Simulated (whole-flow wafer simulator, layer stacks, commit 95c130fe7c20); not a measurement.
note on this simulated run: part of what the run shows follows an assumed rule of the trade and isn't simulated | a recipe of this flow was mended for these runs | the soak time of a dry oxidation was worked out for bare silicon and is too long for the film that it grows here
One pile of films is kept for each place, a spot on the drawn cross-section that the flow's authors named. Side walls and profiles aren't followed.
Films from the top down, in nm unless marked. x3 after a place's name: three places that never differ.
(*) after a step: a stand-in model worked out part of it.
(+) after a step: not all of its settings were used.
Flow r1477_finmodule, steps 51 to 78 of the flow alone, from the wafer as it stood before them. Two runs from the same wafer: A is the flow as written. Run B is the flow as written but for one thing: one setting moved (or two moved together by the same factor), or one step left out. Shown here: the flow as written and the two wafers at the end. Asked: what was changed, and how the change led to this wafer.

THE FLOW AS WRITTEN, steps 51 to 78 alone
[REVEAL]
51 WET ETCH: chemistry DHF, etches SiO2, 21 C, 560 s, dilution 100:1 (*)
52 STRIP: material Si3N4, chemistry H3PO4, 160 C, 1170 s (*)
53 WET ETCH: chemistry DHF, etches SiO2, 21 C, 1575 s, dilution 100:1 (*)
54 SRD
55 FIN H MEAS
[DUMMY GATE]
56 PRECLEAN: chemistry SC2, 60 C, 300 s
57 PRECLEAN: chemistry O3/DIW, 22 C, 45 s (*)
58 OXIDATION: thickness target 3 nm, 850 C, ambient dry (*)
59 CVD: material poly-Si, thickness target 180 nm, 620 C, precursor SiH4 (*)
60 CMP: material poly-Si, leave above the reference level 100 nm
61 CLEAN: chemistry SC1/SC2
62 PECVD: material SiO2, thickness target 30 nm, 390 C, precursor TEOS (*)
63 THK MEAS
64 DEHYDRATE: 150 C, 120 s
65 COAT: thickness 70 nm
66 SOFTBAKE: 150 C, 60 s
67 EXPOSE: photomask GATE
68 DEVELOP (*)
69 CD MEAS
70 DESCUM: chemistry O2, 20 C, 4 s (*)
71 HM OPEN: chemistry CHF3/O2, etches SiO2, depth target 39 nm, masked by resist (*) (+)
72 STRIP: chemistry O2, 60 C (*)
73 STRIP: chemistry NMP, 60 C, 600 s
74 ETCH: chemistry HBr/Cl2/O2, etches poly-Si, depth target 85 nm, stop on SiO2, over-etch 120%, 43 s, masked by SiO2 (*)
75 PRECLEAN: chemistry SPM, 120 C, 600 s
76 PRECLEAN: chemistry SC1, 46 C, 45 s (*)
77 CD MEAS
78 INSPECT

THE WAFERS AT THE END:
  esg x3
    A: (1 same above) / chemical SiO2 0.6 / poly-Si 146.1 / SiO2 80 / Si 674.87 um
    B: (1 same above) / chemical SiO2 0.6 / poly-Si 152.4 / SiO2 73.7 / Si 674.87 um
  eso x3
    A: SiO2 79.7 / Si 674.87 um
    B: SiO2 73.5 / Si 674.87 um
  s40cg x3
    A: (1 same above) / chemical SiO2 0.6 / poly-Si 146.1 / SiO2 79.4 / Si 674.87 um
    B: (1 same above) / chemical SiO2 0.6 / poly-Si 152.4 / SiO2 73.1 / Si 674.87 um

The cause: step 53, WET ETCH: 1701 s was run, where the flow has 1575 s.

How the change led to this, step by step:
  53 WET ETCH: chemistry DHF, etches SiO2, 21 C, 1575 s, dilution 100:1 (*)
      esg x3, e200sg, s40cg x3, s40sg x3, eso x3, e200so, s40co x3, s40so x3: A SiO2 -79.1 | B SiO2 -85.4
      pad, padg: A SiO2 -85.7 | B SiO2 -92.5
  59 CVD: material poly-Si, thickness target 180 nm, 620 C, precursor SiH4 (*)
      esg x3, s40cg x3, s40sg x3, eso x3, s40co x3, s40so x3: A poly-Si +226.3 (new film) | B poly-Si +232.6 (new film)
      e200sg, e200so: A poly-Si +219.2 (new film) | B poly-Si +232.6 (new film)
  60 CMP: material poly-Si, leave above the reference level 100 nm
      pad, padg: A poly-Si -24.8 | B poly-Si -17.9
      e200sg, e200so: A poly-Si -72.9 | B poly-Si -80
  74 ETCH: chemistry HBr/Cl2/O2, etches poly-Si, depth target 85 nm, stop on SiO2, over-etch 120%, 43 s, masked by SiO2 (*)
      eso x3, e200so, s40co x3, s40so x3: A chemical SiO2 -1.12 (all of it), poly-Si -143.9 (all of it), SiO2 -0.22 | B chemical SiO2 -1.12 (all of it), poly-Si -150.2 (all of it), SiO2 -0.18
      pad: A chemical SiO2 -1.12 (all of it), poly-Si -152.8 (all of it), SiO2 -0.17 | B chemical SiO2 -1.12 (all of it), poly-Si -159.6 (all of it), SiO2 -0.14
